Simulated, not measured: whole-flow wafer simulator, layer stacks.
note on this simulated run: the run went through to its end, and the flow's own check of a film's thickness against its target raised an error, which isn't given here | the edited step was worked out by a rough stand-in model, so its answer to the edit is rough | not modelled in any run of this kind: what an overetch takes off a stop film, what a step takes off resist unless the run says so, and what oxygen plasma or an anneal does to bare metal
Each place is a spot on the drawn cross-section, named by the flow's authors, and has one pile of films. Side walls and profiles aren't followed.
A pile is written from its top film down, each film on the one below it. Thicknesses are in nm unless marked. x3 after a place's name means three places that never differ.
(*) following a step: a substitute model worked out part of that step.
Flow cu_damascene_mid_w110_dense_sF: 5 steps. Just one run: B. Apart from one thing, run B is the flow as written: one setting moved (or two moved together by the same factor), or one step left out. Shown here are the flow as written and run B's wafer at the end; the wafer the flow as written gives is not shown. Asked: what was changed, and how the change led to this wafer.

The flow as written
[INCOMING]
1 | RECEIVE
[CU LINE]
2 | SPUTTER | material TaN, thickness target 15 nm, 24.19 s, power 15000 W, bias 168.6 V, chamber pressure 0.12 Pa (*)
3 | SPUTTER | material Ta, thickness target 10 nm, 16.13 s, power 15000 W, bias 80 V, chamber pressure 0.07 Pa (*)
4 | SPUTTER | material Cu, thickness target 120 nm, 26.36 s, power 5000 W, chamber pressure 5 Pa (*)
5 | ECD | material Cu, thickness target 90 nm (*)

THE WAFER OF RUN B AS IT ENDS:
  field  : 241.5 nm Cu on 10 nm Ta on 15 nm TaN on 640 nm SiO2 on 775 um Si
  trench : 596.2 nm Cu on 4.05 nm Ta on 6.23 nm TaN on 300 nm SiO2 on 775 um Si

Cause: step 5, ECD: thickness target 121.5 nm was run, while the flow as written has thickness target 90 nm.

Step by step, how the change led to this:
  5 | ECD | material Cu, thickness target 90 nm (*)
      field: +121.5 Cu (it would be, as written: +90 Cu)
      trench: +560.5 Cu (it would be, as written: +529 Cu)
